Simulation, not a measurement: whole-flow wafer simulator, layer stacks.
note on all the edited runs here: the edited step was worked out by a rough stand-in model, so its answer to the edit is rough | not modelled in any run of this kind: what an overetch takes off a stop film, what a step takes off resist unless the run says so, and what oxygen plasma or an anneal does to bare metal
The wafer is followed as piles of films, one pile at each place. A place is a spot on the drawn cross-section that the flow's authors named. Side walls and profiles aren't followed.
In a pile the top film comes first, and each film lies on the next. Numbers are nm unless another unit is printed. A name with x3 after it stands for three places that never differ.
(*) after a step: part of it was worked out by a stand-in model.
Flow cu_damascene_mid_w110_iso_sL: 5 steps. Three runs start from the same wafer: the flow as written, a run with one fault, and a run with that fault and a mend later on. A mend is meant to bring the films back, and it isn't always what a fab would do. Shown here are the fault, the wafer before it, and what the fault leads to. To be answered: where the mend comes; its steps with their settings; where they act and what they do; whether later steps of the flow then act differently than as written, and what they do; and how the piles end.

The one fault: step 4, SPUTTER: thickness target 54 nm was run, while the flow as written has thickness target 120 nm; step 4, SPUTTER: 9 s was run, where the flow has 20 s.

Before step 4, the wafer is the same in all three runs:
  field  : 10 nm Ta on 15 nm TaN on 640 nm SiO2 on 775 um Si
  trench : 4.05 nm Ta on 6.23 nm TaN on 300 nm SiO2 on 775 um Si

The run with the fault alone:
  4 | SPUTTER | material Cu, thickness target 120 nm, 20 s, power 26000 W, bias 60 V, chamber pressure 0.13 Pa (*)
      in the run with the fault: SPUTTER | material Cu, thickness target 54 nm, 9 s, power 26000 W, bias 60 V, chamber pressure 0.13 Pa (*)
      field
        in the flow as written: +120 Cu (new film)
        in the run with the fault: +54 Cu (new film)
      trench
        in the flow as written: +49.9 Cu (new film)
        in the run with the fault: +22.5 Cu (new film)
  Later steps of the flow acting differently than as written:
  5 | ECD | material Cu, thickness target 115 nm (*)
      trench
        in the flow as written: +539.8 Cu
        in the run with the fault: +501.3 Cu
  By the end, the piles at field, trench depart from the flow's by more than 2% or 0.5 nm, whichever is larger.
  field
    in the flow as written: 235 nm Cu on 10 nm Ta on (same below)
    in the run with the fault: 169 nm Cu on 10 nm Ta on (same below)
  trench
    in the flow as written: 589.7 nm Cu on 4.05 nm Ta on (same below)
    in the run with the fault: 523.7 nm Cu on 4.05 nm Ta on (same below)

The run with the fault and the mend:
  After step 4 comes the mend.
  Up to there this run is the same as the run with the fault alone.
  4a | SPUTTER | material Cu, thickness target 66 nm, 11 s, power 26000 W, bias 60 V, chamber pressure 0.13 Pa (*) (the flow's step 4, run once more with other settings)
      field
        +66 Cu
      trench
        +23 Cu
  None of the later steps of the flow differs from how it acts as written, at any place that is followed, by more than 2% or 0.5 nm, whichever is larger.
  At every place that both follow, the piles at the end match the flow's.
